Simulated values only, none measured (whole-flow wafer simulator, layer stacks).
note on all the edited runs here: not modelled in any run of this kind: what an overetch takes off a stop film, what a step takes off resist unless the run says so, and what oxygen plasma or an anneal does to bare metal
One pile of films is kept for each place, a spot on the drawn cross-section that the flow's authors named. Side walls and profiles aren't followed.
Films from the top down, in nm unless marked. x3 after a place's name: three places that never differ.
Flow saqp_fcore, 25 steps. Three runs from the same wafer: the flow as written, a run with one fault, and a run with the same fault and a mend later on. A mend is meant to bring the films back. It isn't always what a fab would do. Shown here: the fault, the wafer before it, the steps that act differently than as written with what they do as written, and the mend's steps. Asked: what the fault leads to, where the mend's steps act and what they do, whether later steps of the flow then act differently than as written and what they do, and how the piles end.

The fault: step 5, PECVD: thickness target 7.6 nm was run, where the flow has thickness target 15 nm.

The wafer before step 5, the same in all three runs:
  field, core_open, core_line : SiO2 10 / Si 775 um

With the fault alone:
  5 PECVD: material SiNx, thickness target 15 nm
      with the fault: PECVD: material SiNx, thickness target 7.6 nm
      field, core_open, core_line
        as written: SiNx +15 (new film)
        with the fault: SiNx +7.6 (new film)
  No later step of the flow acts differently than as written at any place that is followed.
  At the end the piles differ from the flow's by more than 2% or 0.5 nm, whichever is larger, at field, core_open, core_line.
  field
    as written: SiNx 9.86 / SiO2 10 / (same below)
    with the fault: SiNx 2.46 / SiO2 10 / (same below)
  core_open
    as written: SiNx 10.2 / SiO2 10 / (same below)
    with the fault: SiNx 2.78 / SiO2 10 / (same below)
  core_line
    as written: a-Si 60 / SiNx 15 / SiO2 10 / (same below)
    with the fault: a-Si 60 / SiNx 7.6 / SiO2 10 / (same below)

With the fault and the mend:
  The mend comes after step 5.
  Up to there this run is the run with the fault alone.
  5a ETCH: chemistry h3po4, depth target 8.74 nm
      field, core_open, core_line
        SiNx -7.6 (all of it)
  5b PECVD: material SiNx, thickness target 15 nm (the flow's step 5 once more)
      field, core_open, core_line
        SiNx +15 (new film)
  No later step of the flow acts differently than as written at any place that is followed.
  At the end the piles are the same as the flow's at every place that both follow.
